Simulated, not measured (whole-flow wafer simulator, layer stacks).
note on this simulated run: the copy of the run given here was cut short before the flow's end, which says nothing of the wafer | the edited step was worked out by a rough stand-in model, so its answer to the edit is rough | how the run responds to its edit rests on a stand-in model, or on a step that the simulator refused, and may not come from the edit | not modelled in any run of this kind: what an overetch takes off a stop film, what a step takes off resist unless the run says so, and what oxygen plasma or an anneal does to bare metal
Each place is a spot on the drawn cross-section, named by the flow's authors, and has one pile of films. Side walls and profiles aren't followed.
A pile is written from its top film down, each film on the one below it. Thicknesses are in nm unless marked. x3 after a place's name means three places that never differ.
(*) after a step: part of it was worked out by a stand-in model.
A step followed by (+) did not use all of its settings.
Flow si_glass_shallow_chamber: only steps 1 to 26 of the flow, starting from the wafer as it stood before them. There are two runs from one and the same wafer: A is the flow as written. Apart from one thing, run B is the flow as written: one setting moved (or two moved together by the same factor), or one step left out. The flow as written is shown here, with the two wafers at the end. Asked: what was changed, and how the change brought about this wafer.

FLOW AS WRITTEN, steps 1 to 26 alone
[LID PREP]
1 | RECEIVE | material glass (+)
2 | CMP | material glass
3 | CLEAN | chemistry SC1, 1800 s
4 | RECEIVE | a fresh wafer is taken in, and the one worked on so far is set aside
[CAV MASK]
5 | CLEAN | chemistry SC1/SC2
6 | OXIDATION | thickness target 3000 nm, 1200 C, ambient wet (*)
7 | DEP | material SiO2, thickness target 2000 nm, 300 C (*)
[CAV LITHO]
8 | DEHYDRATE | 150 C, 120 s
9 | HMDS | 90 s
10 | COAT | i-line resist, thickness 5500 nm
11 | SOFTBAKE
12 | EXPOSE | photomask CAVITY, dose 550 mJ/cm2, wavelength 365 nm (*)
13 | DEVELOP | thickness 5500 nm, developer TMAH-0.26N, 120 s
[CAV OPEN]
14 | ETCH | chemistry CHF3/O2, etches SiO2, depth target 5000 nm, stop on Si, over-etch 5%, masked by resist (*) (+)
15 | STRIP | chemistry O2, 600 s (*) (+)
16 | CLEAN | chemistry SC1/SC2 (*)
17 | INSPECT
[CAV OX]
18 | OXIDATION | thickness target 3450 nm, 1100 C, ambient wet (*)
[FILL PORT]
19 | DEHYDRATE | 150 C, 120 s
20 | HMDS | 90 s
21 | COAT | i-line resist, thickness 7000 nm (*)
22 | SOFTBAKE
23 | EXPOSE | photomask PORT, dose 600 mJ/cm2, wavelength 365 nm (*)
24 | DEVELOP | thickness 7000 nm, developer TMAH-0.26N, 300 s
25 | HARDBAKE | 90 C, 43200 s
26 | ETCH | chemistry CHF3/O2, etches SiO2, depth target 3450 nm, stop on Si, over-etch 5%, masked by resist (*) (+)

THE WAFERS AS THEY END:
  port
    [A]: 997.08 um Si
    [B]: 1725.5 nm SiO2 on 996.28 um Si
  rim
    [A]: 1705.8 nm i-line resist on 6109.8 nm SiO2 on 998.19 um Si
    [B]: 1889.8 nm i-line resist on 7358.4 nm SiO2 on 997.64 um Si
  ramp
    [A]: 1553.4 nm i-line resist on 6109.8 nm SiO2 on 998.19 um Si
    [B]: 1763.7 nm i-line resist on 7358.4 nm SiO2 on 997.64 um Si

What caused this: step 18, OXIDATION: thickness target 5348 nm was run, while the flow as written has thickness target 3450 nm.

Step by step, how the change led to this:
  18 | OXIDATION | thickness target 3450 nm, 1100 C, ambient wet (*)
      rim, ramp, septum, ring: A SiO2 gains 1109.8, Si loses 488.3 | B SiO2 gains 2358.4, Si loses 1037.7
      cav, port: A SiO2 gains 3450 (new film), chemical SiO2 loses 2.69 (all of it), Si loses 1516.8 | B SiO2 gains 5348 (new film), chemical SiO2 loses 2.69 (all of it), Si loses 2351.9
  21 | COAT | i-line resist, thickness 7000 nm (*)
      rim: A i-line resist gains 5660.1 (new film) | B i-line resist gains 5785.6 (new film)
      ramp: A i-line resist gains 5087.8 (new film) | B i-line resist gains 5261.6 (new film)
  22 | SOFTBAKE
      rim: A i-line resist loses 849 | B i-line resist loses 783.7
      ramp: A i-line resist loses 434.5 | B i-line resist loses 390.5
      (also at 4 further places)
  25 | HARDBAKE | 90 C, 43200 s
      rim: A i-line resist loses 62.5 | B i-line resist loses 69.3
      ramp: A i-line resist loses 57.1 | B i-line resist loses 64.6
      (also at 1 further place)
  26 | ETCH | chemistry CHF3/O2, etches SiO2, depth target 3450 nm, stop on Si, over-etch 5%, masked by resist (*) (+)
      port: A SiO2 loses 3450 (all of it), Si loses 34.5 | B SiO2 loses 3622.5
